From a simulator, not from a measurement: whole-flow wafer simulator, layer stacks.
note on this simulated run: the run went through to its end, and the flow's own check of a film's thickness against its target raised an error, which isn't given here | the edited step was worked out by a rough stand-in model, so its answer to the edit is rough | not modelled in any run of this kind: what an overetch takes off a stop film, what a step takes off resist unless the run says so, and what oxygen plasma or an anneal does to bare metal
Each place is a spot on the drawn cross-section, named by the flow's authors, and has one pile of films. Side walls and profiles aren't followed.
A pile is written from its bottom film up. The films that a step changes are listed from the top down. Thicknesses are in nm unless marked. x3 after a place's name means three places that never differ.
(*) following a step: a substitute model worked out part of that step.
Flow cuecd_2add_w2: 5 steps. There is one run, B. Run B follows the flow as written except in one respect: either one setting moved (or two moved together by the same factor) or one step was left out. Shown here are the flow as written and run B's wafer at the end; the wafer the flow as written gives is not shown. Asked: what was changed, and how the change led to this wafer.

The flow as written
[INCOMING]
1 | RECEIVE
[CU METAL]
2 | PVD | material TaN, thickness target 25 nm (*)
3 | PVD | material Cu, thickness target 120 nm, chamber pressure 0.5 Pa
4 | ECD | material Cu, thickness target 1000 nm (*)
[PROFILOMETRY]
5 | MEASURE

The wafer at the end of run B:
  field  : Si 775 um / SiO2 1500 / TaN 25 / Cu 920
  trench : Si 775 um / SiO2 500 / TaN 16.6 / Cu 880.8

What caused this: step 4, ECD: thickness target 800 nm was run, though the flow has thickness target 1000 nm.

The path from the change to this, step by step:
  4 | ECD | material Cu, thickness target 1000 nm (*)
      field: Cu gains 800 (in the flow as written it would be: Cu gains 1000)
      trench: Cu gains 800 (in the flow as written it would be: Cu gains 2047.6)
